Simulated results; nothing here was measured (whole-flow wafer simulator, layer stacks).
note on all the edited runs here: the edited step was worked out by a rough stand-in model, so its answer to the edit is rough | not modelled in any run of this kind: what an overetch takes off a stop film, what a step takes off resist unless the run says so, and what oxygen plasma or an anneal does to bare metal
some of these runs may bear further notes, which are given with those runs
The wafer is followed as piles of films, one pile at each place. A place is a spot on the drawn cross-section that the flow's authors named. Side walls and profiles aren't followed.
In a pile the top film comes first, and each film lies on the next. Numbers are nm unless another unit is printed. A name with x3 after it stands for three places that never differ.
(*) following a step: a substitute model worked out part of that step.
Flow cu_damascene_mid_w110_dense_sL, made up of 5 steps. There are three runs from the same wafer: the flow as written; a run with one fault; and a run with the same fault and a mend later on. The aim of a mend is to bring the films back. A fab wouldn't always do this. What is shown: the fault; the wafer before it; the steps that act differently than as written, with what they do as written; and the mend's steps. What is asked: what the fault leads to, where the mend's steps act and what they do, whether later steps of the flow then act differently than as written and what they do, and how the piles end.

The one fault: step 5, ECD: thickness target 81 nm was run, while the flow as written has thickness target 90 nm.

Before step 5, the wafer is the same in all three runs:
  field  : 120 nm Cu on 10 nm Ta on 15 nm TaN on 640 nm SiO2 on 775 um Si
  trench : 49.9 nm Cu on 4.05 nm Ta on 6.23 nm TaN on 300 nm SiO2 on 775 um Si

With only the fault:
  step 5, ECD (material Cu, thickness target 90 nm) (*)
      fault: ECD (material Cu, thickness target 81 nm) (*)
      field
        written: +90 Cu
        fault: +81 Cu
  Every later step of the flow that is run acts as written at every place that is followed.
  By the end, the piles at field depart from the flow's by more than 2% or 0.5 nm, whichever is larger.
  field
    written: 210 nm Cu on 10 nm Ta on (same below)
    fault: 201 nm Cu on 10 nm Ta on (same below)

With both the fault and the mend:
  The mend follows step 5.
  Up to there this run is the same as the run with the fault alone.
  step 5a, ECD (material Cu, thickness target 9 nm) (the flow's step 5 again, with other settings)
      field, trench
        +9 Cu
  Every later step of the flow that is run acts as written at every place that is followed.
  The piles end the same as the flow's at every place that both follow.
